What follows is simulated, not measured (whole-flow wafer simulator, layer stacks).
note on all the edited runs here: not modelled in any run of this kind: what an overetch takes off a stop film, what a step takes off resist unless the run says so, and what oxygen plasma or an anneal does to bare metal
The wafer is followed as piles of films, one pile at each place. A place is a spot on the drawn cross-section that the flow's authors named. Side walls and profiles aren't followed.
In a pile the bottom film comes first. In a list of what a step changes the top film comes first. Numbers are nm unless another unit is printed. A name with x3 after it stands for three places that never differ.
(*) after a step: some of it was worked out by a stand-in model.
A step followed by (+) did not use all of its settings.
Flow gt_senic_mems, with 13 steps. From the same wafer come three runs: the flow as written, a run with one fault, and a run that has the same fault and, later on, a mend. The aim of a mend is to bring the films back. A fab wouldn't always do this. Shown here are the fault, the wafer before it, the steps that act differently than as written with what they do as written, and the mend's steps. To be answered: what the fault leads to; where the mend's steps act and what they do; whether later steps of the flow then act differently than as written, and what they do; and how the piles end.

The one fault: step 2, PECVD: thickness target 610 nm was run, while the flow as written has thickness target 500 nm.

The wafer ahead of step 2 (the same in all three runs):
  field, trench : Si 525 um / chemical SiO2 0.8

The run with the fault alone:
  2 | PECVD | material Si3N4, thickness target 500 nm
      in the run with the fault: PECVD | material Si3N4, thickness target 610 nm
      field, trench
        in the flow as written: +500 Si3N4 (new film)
        in the run with the fault: +610 Si3N4 (new film)
  Steps further on in the flow that do not act as written (1 more step, not shown, differs only slightly: by at most 2% or 0.5 nm, whichever is larger):
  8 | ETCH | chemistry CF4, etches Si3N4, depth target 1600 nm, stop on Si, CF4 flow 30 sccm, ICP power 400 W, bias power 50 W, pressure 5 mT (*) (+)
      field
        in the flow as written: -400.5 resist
        in the run with the fault: -473.9 resist
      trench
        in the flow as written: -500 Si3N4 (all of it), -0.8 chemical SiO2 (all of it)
        in the run with the fault: -610 Si3N4 (all of it), -0.8 chemical SiO2 (all of it)
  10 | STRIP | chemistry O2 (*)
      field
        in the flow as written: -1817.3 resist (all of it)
        in the run with the fault: -1744 resist (all of it)
  The piles end different from the flow's at field by more than 2% or 0.5 nm, whichever is larger.
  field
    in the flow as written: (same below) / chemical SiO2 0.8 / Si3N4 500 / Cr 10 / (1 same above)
    in the run with the fault: (same below) / chemical SiO2 0.8 / Si3N4 610 / Cr 10 / (1 same above)

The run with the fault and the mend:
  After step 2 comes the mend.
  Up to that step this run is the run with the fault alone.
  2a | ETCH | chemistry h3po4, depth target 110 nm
      field, trench
        -110 Si3N4
  Later steps of the flow that are run all act as written at every place that is followed.
  At every place that both follow, the piles at the end match the flow's.
